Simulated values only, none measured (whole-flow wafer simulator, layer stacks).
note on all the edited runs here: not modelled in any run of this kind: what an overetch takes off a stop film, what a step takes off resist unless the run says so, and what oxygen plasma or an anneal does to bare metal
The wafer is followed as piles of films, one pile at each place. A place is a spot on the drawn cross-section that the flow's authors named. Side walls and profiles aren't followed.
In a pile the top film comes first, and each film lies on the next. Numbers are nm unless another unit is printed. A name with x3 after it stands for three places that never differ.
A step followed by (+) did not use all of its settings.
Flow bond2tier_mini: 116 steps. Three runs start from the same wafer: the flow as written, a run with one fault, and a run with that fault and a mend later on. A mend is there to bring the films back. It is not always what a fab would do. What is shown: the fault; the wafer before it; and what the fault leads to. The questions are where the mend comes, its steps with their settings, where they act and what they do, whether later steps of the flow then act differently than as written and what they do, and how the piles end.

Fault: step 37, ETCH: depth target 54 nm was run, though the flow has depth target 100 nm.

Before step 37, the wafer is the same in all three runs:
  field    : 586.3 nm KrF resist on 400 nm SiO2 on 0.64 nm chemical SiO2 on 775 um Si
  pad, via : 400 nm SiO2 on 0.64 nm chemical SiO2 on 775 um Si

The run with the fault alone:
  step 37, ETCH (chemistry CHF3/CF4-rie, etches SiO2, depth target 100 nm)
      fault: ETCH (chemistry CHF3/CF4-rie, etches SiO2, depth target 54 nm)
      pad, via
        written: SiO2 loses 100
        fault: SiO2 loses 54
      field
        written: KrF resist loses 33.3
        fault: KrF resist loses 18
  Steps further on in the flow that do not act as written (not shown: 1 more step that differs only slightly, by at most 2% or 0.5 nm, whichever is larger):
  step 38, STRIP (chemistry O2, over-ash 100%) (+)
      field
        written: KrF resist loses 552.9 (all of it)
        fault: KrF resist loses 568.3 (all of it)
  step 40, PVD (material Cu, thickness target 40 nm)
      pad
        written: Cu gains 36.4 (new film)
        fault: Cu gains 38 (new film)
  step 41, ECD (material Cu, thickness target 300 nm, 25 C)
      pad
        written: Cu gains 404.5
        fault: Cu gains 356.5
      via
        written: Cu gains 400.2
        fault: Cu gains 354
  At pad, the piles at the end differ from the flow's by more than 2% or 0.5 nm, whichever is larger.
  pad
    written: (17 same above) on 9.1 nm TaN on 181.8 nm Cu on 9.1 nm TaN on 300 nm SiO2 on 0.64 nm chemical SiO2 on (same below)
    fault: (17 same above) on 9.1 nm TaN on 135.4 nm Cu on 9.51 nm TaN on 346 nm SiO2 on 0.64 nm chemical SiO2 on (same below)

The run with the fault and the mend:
  The mend stands after step 37.
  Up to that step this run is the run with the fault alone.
  step 37a, ETCH (chemistry CHF3/CF4-rie, etches SiO2, depth target 46 nm) (the flow's step 37, run once more with other settings)
      pad, via
        SiO2 loses 46
      field
        KrF resist loses 15.3
  Later steps of the flow that are run all act as written at every place that is followed.
  The piles end the same as the flow's at every place that both follow.
